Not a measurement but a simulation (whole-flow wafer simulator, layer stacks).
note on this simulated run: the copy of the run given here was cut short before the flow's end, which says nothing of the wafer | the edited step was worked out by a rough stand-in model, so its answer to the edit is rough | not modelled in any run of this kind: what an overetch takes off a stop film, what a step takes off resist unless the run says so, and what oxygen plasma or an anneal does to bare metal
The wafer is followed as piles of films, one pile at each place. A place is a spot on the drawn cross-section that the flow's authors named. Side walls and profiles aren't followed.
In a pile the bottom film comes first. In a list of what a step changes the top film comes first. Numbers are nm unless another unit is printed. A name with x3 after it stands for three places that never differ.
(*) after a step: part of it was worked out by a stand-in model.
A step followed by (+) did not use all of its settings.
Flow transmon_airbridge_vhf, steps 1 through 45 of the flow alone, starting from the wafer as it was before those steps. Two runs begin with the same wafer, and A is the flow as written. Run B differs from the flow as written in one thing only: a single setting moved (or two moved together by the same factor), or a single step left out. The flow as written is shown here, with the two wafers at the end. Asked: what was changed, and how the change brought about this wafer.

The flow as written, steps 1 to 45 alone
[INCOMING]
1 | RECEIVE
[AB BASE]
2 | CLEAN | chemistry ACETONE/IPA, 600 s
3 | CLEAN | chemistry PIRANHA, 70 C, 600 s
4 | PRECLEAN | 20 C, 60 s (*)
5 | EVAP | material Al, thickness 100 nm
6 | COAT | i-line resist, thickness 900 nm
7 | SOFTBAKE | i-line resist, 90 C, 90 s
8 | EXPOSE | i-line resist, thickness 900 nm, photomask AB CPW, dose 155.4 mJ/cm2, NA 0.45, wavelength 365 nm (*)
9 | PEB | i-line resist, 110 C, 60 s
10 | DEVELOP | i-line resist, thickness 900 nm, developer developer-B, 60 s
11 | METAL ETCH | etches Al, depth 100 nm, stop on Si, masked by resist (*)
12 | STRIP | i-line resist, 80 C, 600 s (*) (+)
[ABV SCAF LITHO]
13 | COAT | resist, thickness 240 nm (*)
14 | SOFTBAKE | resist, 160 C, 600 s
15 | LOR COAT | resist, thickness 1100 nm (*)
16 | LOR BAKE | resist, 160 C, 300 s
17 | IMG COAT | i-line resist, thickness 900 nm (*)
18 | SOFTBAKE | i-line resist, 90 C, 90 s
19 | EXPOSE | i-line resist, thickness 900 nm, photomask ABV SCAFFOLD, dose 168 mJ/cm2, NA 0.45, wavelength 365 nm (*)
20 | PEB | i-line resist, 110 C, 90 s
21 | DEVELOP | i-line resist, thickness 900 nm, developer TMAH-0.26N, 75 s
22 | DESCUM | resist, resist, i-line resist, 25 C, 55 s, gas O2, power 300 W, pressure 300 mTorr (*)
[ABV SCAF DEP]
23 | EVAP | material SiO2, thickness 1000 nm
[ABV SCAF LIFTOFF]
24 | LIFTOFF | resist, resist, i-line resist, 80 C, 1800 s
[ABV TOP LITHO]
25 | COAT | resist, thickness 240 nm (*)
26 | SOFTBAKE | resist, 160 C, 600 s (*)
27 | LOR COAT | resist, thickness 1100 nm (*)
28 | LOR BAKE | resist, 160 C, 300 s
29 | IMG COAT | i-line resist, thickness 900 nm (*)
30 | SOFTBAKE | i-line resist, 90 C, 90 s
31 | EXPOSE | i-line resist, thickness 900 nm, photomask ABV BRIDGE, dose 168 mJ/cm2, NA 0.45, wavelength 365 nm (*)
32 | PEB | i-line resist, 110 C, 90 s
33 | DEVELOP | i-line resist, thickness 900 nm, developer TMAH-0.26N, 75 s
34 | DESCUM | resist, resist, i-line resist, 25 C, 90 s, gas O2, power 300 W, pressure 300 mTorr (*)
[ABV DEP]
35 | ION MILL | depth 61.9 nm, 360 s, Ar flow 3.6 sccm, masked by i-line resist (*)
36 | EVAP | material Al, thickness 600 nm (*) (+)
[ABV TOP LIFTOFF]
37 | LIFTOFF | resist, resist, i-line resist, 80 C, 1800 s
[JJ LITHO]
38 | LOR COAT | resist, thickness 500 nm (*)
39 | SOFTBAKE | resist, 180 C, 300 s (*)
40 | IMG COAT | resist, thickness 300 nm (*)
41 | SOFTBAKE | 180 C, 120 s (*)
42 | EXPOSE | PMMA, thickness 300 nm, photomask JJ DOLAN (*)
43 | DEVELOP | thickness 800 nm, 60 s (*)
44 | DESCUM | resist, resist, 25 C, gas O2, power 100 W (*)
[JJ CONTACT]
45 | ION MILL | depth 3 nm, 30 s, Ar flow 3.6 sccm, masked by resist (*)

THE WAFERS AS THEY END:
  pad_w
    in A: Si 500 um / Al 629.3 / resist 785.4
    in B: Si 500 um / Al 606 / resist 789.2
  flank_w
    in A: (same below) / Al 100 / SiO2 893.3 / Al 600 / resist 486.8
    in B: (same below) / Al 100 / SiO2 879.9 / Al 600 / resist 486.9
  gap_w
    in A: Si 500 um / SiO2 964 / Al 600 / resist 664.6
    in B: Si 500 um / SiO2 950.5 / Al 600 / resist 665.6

The reason: step 35, ION MILL: 495 s was run, though the flow has 360 s.

How this came from the change, step by step:
  35 | ION MILL | depth 61.9 nm, 360 s, Ar flow 3.6 sccm, masked by i-line resist (*)
      field x3, jj_line, ground_far, trace_open_s x2, margin_s, margin_n: A -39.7 i-line resist | B -54.6 i-line resist
      flank_w, gap_w, cpw_trace, gap_e, flank_e, bridge_strip: A -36 SiO2 | B -49.5 SiO2
      (and at 2 other places as well)
  37 | LIFTOFF | resist, resist, i-line resist, 80 C, 1800 s
      field x3, jj_line, trace_open_s x2: A -600 Al (all of it), -600 i-line resist (all of it), -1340 resist (all of it) | B -600 Al (all of it), -585.1 i-line resist (all of it), -1340 resist (all of it)
      margin_s, margin_n: A -600 Al (all of it), -318.3 i-line resist (all of it), -992 resist (all of it) | B -600 Al (all of it), -303.4 i-line resist (all of it), -992 resist (all of it)
      (and at 1 other place as well)
